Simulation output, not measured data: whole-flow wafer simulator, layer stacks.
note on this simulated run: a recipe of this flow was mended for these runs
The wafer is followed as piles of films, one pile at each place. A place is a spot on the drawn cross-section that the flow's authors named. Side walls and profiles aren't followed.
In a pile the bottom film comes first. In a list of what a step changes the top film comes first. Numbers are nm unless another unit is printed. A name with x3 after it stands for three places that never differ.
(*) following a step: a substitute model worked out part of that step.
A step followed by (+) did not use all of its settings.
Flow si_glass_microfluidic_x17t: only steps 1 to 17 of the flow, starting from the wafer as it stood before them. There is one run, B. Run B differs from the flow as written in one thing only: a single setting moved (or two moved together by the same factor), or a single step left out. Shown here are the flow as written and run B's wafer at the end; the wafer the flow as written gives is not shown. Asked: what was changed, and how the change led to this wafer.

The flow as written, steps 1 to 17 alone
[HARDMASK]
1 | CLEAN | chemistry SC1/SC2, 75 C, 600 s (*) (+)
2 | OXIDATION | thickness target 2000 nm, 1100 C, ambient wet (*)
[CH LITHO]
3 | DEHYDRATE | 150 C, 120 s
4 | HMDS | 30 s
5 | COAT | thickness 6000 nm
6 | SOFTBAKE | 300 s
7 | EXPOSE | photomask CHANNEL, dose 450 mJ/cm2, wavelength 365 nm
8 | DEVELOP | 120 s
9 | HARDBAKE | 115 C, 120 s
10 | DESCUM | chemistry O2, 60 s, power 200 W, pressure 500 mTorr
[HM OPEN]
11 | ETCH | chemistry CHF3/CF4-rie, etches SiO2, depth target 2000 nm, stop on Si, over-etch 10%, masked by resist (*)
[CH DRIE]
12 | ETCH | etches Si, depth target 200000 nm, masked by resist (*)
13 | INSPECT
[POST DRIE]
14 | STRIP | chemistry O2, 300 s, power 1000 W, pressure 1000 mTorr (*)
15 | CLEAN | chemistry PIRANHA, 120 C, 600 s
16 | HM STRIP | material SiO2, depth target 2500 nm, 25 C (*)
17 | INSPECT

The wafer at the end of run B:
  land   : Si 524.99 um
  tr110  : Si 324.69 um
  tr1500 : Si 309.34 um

The reason: step 2, OXIDATION: thickness target 2000 nm, 1100 C, ambient wet (*), was skipped.

Step by step, how the change led to this:
  10 | DESCUM | chemistry O2, 60 s, power 200 W, pressure 500 mTorr
      tr110, tr1500, tr15: +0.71 chemical SiO2, -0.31 Si (as written it would have been: nothing)
  11 | ETCH | chemistry CHF3/CF4-rie, etches SiO2, depth target 2000 nm, stop on Si, over-etch 10%, masked by resist (*)
      tr110, tr1500, tr15: -1.31 chemical SiO2 (all of it), -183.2 Si (as written it would have been: -2000 SiO2 (all of it), -16.7 Si)
  12 | ETCH | etches Si, depth target 200000 nm, masked by resist (*)
      tr1500: -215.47 um Si (as written it would have been: -215.73 um Si)
      tr15: -150.65 um Si (as written it would have been: -149.99 um Si)
  14 | STRIP | chemistry O2, 300 s, power 1000 W, pressure 1000 mTorr (*)
      land: -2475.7 thick-i-line-resist (all of it), +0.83 chemical SiO2, -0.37 Si (as written it would have been: -2472.3 thick-i-line-resist (all of it))
  16 | HM STRIP | material SiO2, depth target 2500 nm, 25 C (*)
      land: -1.43 chemical SiO2 (all of it) (as written it would have been: -2000 SiO2 (all of it))
